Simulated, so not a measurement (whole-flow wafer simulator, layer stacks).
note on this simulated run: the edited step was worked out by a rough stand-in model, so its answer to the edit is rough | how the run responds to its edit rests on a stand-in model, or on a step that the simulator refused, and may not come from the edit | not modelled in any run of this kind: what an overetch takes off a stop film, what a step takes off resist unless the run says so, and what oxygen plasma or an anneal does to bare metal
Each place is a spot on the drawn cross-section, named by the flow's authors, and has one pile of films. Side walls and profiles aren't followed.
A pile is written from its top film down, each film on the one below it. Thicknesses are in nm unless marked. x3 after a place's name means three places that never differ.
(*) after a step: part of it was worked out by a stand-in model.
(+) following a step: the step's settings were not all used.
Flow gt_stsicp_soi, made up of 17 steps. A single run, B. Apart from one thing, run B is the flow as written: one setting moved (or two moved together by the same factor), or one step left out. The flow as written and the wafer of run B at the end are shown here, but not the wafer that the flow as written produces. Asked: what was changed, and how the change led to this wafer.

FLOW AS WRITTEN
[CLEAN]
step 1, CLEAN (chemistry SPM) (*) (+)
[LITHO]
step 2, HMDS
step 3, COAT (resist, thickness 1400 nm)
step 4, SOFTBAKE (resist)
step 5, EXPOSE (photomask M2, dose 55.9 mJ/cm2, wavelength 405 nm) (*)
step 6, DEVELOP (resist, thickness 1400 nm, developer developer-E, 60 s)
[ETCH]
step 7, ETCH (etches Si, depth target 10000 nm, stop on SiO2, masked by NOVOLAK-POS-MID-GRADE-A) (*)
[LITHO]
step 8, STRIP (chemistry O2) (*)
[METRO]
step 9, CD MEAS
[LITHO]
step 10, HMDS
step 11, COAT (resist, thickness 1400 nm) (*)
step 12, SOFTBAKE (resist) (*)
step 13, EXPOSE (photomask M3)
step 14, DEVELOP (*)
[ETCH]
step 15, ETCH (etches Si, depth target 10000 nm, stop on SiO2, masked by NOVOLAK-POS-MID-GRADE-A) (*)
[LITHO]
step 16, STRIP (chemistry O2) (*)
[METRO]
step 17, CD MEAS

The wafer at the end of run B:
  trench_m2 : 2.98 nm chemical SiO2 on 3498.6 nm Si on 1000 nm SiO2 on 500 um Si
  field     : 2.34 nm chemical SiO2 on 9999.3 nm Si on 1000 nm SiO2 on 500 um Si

Cause: step 7, ETCH: depth target 6500 nm was run, whereas the flow has depth target 10000 nm.

Step by step, how the change led to this:
  step 7, ETCH (etches Si, depth target 10000 nm, stop on SiO2, masked by NOVOLAK-POS-MID-GRADE-A) (*)
      trench_m2: -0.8 chemical SiO2 (all of it), -6500 Si (as written it would have been: -0.8 chemical SiO2 (all of it), -9999.9 Si (all of it))
      field, trench_m3: -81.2 resist (as written it would have been: -125 resist)
  step 8, STRIP (chemistry O2) (*)
      trench_m2: +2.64 chemical SiO2 (new film), -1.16 Si (as written it would have been: nothing)
      field, trench_m3: -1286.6 resist (all of it), +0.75 chemical SiO2, -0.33 Si (as written it would have been: -1242.8 resist (all of it), +0.74 chemical SiO2, -0.33 Si)
  step 11, COAT (resist, thickness 1400 nm) (*)
      trench_m2: +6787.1 resist (new film) (as written it would have been: +9583.4 resist (new film))
      trench_m3: +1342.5 resist (new film) (as written it would have been: +1311.7 resist (new film))
  step 12, SOFTBAKE (resist) (*)
      field: +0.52 resist (as written it would have been: nothing)
      trench_m2: +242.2 resist (as written it would have been: nothing)
      (also at 1 further place)
  step 14, DEVELOP (*)
      trench_m3: -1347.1 resist (all of it) (as written it would have been: -1311.7 resist (all of it))
  step 16, STRIP (chemistry O2) (*)
      trench_m2: -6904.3 resist (all of it), +0.35 chemical SiO2, -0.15 Si (as written it would have been: -9458.4 resist (all of it))
